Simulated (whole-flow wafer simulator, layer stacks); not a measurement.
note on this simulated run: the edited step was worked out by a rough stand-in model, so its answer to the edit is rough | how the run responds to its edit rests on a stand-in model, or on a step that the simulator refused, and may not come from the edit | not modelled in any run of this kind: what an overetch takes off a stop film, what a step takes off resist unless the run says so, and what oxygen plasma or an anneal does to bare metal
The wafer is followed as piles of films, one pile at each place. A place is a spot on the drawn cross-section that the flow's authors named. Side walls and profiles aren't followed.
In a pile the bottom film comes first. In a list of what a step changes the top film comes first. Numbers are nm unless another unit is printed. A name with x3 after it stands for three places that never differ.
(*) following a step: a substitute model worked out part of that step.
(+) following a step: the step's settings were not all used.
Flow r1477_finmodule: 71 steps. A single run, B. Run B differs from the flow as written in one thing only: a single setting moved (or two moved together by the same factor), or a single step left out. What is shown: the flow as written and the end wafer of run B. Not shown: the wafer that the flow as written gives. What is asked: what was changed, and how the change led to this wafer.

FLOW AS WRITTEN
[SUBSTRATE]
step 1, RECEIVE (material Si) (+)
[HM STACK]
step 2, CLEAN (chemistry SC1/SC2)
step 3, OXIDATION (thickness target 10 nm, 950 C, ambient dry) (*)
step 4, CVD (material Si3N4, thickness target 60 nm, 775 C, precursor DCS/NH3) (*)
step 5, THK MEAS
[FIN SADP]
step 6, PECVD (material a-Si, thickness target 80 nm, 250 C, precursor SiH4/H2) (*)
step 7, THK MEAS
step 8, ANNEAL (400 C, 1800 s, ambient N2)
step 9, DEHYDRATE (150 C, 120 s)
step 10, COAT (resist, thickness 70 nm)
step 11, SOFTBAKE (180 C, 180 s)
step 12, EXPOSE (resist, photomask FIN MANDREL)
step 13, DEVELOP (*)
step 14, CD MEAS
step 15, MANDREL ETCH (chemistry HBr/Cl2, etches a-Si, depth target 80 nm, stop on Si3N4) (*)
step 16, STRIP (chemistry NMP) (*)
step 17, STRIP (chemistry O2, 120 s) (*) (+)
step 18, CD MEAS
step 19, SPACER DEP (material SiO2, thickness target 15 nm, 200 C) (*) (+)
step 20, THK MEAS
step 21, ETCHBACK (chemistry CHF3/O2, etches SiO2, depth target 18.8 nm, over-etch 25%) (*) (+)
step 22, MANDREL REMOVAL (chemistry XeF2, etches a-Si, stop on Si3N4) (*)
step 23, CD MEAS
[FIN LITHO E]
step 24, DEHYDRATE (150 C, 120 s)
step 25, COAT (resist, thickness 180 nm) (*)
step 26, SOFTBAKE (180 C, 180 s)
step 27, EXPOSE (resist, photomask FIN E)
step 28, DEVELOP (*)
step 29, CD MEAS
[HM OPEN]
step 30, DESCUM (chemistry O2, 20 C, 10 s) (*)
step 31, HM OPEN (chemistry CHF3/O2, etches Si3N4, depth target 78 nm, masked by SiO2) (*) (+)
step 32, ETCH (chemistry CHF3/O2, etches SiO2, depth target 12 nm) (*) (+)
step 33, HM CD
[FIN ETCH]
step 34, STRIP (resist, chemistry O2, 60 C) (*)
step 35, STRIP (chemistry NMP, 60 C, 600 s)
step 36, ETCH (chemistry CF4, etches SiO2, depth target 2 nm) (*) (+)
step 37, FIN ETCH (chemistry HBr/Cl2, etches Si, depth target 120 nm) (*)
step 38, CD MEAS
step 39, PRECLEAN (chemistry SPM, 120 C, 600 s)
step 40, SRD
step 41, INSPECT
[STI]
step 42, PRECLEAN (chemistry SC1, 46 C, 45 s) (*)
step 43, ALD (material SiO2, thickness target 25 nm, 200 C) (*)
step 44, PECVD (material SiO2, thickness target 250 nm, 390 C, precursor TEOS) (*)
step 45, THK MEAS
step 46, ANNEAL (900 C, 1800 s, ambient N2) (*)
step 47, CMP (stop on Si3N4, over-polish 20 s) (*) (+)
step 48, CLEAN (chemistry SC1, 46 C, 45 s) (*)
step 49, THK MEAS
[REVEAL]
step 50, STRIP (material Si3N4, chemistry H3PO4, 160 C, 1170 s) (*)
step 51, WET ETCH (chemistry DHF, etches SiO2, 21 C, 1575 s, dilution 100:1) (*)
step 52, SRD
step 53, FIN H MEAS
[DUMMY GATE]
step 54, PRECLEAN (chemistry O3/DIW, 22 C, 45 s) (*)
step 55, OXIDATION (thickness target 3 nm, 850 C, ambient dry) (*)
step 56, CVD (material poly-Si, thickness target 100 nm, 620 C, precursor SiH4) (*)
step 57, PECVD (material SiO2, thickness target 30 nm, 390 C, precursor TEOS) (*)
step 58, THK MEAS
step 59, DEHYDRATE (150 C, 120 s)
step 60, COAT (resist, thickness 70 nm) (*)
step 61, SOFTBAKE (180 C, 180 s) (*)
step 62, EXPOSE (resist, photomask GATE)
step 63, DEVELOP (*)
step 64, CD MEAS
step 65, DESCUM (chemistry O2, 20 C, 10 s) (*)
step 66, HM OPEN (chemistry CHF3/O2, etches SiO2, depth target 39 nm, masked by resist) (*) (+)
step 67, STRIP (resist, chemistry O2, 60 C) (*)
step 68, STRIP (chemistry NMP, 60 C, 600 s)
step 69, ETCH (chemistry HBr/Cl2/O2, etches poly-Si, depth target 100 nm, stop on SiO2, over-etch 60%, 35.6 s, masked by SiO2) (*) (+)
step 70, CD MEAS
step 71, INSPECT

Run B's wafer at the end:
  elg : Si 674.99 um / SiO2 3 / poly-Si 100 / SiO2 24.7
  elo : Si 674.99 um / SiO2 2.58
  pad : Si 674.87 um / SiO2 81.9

The reason: step 6, PECVD: thickness target 53.6 nm was run, though the flow has thickness target 80 nm.

Step by step, how the change led to this:
  step 6, PECVD (material a-Si, thickness target 80 nm, 250 C, precursor SiH4/H2) (*)
      pad, padg, elg and 33 more: a-Si gains 53.6 (new film) (in the flow as written it would be: a-Si gains 80 (new film))
  step 15, MANDREL ETCH (chemistry HBr/Cl2, etches a-Si, depth target 80 nm, stop on Si3N4) (*)
      pad, padg, elg and 27 more: a-Si loses 53.6 (all of it) (in the flow as written it would be: a-Si loses 80 (all of it))
  step 21, ETCHBACK (chemistry CHF3/O2, etches SiO2, depth target 18.8 nm, over-etch 25%) (*) (+)
      s40sg_line, s45sg_line, s50sg_line, s40so_line, s45so_line, s50so_line: SiO2 gains 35 (in the flow as written it would be: SiO2 gains 61.4)
  step 22, MANDREL REMOVAL (chemistry XeF2, etches a-Si, stop on Si3N4) (*)
      s40cg, s45cg, s50cg, s40co, s45co, s50co: a-Si loses 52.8 (all of it) (in the flow as written it would be: a-Si loses 79.2 (all of it))
  step 25, COAT (resist, thickness 180 nm) (*)
      s40cg, s40co: resist gains 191 (new film) (in the flow as written it would be: resist gains 197.6 (new film))
      s40sg, s40so: resist gains 194.6 (new film) (in the flow as written it would be: resist gains 201.2 (new film))
      (also at 14 further places)
  step 28, DEVELOP (*)
      s40cg, s40co: resist loses 191 (all of it) (in the flow as written it would be: resist loses 197.6 (all of it))
      s40sg, s40so: resist loses 194.6 (all of it) (in the flow as written it would be: resist loses 201.2 (all of it))
      (also at 14 further places)
  step 32, ETCH (chemistry CHF3/O2, etches SiO2, depth target 12 nm) (*) (+)
      s40sg_line, s45sg_line, s50sg_line, s40so_line, s45so_line, s50so_line: SiO2 loses 11 (all of it) (in the flow as written it would be: SiO2 loses 12)
      elg, e40lg, e100lg, e200lg, elo, e40lo, e100lo, e200lo: resist loses 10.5 (in the flow as written it would be: resist loses 11.5)
  step 36, ETCH (chemistry CF4, etches SiO2, depth target 2 nm) (*) (+)
      elg, e40lg, e100lg, e200lg, elo, e40lo, e100lo, e200lo: nothing (in the flow as written it would be: Si3N4 loses 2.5)
      s40sg_line, s45sg_line, s50sg_line, s40so_line, s45so_line, s50so_line: nothing (in the flow as written it would be: SiO2 loses 2)
  step 37, FIN ETCH (chemistry HBr/Cl2, etches Si, depth target 120 nm) (*)
      s40sg_line, s45sg_line, s50sg_line, s40so_line, s45so_line, s50so_line: Si3N4 loses 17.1 (in the flow as written it would be: SiO2 loses 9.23)
  step 43, ALD (material SiO2, thickness target 25 nm, 200 C) (*)
      s40sg_line, s45sg_line, s50sg_line, s40so_line, s45so_line, s50so_line: SiO2 gains 25 (new film) (in the flow as written it would be: SiO2 gains 25)
      s40cg, s45cg, s50cg, s40co, s45co, s50co: SiO2 gains 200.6 (new film) (in the flow as written it would be: SiO2 gains 232.1 (new film))
  step 47, CMP (stop on Si3N4, over-polish 20 s) (*) (+)
      elg, e40lg, e100lg, e200lg, elo, e40lo, e100lo, e200lo: SiO2 loses 263.8 (all of it), Si3N4 loses 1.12 (in the flow as written it would be: SiO2 loses 241.6)
      pad, padg, e40sg and 11 more: SiO2 loses 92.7 (in the flow as written it would be: SiO2 loses 71.8)
      (also at 14 further places)
  step 50, STRIP (material Si3N4, chemistry H3PO4, 160 C, 1170 s) (*)
      elg, e40lg, e100lg, e200lg, elo, e40lo, e100lo, e200lo: Si3N4 loses 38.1 (all of it), SiO2 loses 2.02 (in the flow as written it would be: SiO2 loses 4.28)
      s40sg_line, s45sg_line, s50sg_line, s40so_line, s45so_line, s50so_line: Si3N4 loses 38.1 (all of it), SiO2 loses 2.02 (in the flow as written it would be: Si3N4 loses 58.9 (all of it), SiO2 loses 1.37)
  step 51, WET ETCH (chemistry DHF, etches SiO2, 21 C, 1575 s, dilution 100:1) (*)
      elg, e40lg, e100lg, e200lg, elo, e40lo, e100lo, e200lo: SiO2 loses 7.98 (all of it) (in the flow as written it would be: SiO2 loses 17.8 (all of it), Si3N4 loses 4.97)
      s40sg_line, s45sg_line, s50sg_line, s40so_line, s45so_line, s50so_line: SiO2 loses 7.98 (all of it) (in the flow as written it would be: SiO2 loses 8.63 (all of it))
  step 54, PRECLEAN (chemistry O3/DIW, 22 C, 45 s) (*)
      elg, e40lg, e100lg, e200lg, elo, e40lo, e100lo, e200lo: chemical SiO2 gains 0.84 (new film), Si loses 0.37 (in the flow as written it would be: nothing)
  step 55, OXIDATION (thickness target 3 nm, 850 C, ambient dry) (*)
      elg, e40lg, e100lg, e200lg, elo, e40lo, e100lo, e200lo: SiO2 gains 3 (new film), chemical SiO2 loses 0.84 (all of it), Si loses 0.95 (in the flow as written it would be: nothing)
  step 56, CVD (material poly-Si, thickness target 100 nm, 620 C, precursor SiH4) (*)
      s40cg, s40co: poly-Si gains 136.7 (new film) (in the flow as written it would be: poly-Si gains 113.9 (new film))
      s45cg, s45co: poly-Si gains 136.7 (new film) (in the flow as written it would be: poly-Si gains 113.4 (new film))
      (also at 3 further places)
  ... 3 further steps ...
  step 69, ETCH (chemistry HBr/Cl2/O2, etches poly-Si, depth target 100 nm, stop on SiO2, over-etch 60%, 35.6 s, masked by SiO2) (*) (+)
      s40co: chemical SiO2 loses 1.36 (all of it), poly-Si loses 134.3 (all of it), SiO2 loses 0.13 (in the flow as written it would be: chemical SiO2 loses 1.46 (all of it), poly-Si loses 111.5 (all of it), SiO2 loses 0.24)
      s45co: chemical SiO2 loses 1.36 (all of it), poly-Si loses 134.3 (all of it), SiO2 loses 0.13 (in the flow as written it would be: chemical SiO2 loses 1.46 (all of it), poly-Si loses 110.9 (all of it), SiO2 loses 0.25)
      (also at 1 further place)
